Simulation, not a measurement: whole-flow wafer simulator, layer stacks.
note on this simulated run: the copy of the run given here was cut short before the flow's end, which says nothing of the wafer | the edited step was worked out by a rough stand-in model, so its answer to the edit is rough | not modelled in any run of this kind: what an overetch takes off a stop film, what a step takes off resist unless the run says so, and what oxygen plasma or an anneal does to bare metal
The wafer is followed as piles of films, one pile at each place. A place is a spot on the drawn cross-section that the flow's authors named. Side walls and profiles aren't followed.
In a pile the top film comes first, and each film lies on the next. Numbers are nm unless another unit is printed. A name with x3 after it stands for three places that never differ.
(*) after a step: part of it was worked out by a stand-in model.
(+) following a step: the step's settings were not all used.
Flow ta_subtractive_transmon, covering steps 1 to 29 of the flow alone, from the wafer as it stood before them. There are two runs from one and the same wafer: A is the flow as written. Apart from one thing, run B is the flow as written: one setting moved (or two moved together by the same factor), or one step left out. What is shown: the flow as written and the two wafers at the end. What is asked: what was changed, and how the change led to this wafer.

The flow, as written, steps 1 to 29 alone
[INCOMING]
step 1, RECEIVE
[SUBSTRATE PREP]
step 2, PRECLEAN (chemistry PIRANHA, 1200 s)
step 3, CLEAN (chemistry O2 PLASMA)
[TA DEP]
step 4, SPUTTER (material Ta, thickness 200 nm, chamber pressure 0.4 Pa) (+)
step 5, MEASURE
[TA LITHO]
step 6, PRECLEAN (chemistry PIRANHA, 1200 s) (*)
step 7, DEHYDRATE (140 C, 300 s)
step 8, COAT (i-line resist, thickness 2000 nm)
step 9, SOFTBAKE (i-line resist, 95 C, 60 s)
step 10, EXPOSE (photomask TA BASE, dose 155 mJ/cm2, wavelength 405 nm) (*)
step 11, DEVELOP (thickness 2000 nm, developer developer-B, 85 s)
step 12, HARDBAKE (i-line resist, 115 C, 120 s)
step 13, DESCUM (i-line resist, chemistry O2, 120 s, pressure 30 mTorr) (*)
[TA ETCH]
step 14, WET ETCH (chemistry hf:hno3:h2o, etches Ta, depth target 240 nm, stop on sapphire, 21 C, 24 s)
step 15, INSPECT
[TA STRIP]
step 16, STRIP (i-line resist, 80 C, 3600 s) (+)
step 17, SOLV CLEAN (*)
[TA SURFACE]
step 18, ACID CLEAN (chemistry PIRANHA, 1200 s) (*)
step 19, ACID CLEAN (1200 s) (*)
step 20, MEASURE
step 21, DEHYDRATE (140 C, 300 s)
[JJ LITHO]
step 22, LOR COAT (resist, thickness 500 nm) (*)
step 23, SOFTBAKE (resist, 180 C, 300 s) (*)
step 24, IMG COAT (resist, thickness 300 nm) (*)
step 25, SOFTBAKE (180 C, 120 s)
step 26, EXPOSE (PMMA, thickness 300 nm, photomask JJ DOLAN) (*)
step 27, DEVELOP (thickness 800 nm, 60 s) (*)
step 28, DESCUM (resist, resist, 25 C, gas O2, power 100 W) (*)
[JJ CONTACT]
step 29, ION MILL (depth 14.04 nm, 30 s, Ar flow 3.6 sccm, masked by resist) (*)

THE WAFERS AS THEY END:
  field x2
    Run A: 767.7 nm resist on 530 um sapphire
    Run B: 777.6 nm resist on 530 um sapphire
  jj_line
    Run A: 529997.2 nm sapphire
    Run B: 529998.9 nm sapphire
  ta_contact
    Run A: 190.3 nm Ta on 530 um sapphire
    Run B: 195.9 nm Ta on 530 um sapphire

The reason: step 29, ION MILL: depth 5.755 nm was run, while the flow as written has depth 14.04 nm; step 29, ION MILL: 12.3 s was run, where the flow has 30 s.

Step by step, how the change led to this:
  step 29, ION MILL (depth 14.04 nm, 30 s, Ar flow 3.6 sccm, masked by resist) (*)
      field x2, ta_pad: A -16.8 resist | B -6.88 resist
      jj_line, lead: A -2.8 sapphire | B -1.15 sapphire
      (also at 1 further place)
